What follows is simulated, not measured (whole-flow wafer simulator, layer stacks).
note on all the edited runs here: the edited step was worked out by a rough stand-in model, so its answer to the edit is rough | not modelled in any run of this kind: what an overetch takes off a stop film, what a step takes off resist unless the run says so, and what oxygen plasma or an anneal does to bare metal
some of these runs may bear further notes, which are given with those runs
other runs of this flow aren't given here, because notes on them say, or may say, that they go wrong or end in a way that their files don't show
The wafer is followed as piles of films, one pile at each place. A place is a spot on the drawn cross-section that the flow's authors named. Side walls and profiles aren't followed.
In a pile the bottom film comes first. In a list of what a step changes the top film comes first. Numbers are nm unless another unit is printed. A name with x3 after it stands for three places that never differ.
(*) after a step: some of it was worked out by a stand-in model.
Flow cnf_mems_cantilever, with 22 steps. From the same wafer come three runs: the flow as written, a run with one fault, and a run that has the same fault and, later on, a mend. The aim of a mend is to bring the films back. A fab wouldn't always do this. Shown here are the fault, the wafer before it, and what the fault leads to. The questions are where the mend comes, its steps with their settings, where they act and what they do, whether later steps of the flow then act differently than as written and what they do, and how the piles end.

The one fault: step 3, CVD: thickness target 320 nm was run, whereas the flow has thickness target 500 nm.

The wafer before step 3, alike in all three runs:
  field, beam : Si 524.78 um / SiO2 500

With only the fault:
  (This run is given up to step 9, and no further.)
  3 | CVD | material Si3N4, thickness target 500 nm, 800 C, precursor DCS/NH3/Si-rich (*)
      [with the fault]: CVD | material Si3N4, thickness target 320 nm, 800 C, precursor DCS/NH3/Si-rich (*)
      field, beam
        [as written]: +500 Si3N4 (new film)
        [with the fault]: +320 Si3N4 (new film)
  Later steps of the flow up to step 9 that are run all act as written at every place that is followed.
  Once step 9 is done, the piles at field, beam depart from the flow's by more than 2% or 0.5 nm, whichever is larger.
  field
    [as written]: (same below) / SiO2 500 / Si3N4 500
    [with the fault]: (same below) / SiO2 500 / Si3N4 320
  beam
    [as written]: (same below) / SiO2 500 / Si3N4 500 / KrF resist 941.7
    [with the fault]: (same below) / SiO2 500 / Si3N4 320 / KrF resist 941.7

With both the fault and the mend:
  The mend stands after step 3.
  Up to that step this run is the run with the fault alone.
  3a | CVD | material Si3N4, thickness target 180 nm, 800 C, precursor DCS/NH3/Si-rich (*) (the flow's step 3, run once more with other settings)
      field, beam
        +180 Si3N4
  Later steps of the flow that are run all act as written at every place that is followed.
  The piles end the same as the flow's at every place that both follow.
